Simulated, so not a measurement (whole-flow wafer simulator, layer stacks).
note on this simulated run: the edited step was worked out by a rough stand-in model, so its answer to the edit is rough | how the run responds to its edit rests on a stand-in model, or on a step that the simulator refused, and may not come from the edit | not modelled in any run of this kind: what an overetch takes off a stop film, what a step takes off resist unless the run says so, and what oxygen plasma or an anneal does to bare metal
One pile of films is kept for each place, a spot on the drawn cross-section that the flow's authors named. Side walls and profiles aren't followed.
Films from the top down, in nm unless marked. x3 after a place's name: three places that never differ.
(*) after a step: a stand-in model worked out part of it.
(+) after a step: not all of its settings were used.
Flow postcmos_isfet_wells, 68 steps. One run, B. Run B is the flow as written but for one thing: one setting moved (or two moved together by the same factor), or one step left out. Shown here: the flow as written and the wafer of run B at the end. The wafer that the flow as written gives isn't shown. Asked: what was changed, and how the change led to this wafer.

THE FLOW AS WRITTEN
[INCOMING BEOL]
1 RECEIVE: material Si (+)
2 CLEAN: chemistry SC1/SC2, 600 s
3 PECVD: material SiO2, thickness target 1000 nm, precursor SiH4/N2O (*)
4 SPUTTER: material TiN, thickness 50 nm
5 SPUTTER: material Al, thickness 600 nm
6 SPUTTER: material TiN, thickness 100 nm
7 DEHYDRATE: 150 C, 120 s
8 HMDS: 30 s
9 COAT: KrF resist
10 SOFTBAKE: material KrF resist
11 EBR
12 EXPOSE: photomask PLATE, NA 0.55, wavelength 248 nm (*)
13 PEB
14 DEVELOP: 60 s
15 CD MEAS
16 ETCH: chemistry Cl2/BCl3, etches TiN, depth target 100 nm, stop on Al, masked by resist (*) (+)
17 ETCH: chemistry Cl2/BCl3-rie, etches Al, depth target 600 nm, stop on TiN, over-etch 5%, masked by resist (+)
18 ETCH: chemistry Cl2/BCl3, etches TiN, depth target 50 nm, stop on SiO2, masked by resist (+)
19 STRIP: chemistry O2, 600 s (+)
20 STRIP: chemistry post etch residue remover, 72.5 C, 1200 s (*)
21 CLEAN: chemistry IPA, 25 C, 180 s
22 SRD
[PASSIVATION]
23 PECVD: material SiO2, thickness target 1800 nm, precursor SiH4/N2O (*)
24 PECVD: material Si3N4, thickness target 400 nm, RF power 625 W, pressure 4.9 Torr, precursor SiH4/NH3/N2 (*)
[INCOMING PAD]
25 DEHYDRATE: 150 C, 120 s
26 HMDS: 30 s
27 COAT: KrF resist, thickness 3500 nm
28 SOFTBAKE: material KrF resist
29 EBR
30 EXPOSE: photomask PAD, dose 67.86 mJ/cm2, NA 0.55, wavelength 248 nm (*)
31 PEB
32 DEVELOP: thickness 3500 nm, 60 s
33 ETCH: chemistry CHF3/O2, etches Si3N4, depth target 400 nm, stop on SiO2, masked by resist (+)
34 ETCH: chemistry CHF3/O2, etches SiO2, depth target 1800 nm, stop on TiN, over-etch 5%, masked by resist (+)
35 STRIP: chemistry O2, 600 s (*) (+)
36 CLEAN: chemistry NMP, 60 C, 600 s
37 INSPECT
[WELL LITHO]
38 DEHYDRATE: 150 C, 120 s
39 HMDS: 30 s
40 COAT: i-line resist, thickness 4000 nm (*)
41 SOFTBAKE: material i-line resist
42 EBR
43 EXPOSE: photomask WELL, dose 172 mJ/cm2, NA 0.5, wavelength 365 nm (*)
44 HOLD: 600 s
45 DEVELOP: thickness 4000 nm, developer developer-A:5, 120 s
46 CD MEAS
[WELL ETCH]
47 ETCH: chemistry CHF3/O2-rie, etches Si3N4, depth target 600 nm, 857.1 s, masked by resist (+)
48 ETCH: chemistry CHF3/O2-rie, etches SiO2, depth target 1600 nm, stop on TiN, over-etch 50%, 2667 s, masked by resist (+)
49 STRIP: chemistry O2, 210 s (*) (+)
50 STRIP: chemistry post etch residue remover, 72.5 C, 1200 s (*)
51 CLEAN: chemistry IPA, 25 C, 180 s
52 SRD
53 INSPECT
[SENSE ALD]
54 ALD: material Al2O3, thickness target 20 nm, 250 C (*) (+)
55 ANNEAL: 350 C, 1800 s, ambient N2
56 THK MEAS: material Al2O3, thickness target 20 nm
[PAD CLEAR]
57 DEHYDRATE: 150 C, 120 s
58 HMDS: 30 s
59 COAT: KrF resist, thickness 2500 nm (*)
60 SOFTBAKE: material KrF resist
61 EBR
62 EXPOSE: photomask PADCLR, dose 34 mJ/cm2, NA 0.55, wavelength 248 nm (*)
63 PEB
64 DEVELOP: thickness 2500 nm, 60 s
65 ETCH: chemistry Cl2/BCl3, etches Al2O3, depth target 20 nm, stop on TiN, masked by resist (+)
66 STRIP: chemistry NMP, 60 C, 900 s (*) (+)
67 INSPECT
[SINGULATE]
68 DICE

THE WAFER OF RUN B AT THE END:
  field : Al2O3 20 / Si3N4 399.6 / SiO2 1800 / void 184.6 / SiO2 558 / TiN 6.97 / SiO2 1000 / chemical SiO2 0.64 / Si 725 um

The cause: step 16, ETCH: depth target 89 nm was run, where the flow has depth target 100 nm.

How the change led to this, step by step:
  16 ETCH: chemistry Cl2/BCl3, etches TiN, depth target 100 nm, stop on Al, masked by resist (*) (+)
      field: TiN -89 (as written it would be: TiN -100 (all of it))
      margin, well900, well1300 x3, pad_rim, pad_clr, pad_open: KrF resist -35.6 (as written it would be: KrF resist -40)
  17 ETCH: chemistry Cl2/BCl3-rie, etches Al, depth target 600 nm, stop on TiN, over-etch 5%, masked by resist (+)
      field: TiN -11 (all of it), Al -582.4 (as written it would be: Al -600 (all of it))
  18 ETCH: chemistry Cl2/BCl3, etches TiN, depth target 50 nm, stop on SiO2, masked by resist (+)
      field: Al -17.6 (all of it), TiN -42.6 (as written it would be: TiN -50 (all of it))
  23 PECVD: material SiO2, thickness target 1800 nm, precursor SiH4/N2O (*)
      field: SiO2 +1800 (new film), void +184.6 (new film), SiO2 +558 (new film) (as written it would be: SiO2 +1800 (new film), void +189.9 (new film), SiO2 +559.7)
Counting metal films that touch as one body, field has 1 body; the flow as written gives 0 bodies.
